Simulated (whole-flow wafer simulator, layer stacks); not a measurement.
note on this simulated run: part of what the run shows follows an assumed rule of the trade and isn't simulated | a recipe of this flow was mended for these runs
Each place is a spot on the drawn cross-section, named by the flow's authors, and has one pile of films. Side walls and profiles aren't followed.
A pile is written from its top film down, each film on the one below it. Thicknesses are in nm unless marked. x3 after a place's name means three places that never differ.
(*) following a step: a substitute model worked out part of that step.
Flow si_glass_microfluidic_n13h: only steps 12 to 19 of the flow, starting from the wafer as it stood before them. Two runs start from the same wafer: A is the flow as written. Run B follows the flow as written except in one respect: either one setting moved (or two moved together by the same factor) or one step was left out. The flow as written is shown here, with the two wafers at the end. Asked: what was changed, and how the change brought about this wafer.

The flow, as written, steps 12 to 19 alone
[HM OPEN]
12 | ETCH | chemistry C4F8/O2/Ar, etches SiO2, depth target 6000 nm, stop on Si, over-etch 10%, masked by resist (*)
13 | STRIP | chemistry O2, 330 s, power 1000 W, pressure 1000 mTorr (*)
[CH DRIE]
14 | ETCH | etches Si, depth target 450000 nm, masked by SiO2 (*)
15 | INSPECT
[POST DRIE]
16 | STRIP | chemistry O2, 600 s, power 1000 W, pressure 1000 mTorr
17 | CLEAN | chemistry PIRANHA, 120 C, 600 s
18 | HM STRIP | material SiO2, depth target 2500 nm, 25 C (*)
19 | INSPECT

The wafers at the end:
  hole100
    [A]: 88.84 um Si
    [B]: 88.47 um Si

The reason: step 12, ETCH: depth target 8700 nm was run, whereas the flow has depth target 6000 nm.

Step by step, how the change led to this:
  12 | ETCH | chemistry C4F8/O2/Ar, etches SiO2, depth target 6000 nm, stop on Si, over-etch 10%, masked by resist (*)
      land: A -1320 thick-i-line-resist | B -1914 thick-i-line-resist
      hole100: A -6000 SiO2 (all of it), -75 Si | B -6000 SiO2 (all of it), -446.2 Si
  13 | STRIP | chemistry O2, 330 s, power 1000 W, pressure 1000 mTorr (*)
      land: A -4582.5 thick-i-line-resist (all of it) | B -3988.5 thick-i-line-resist (all of it)
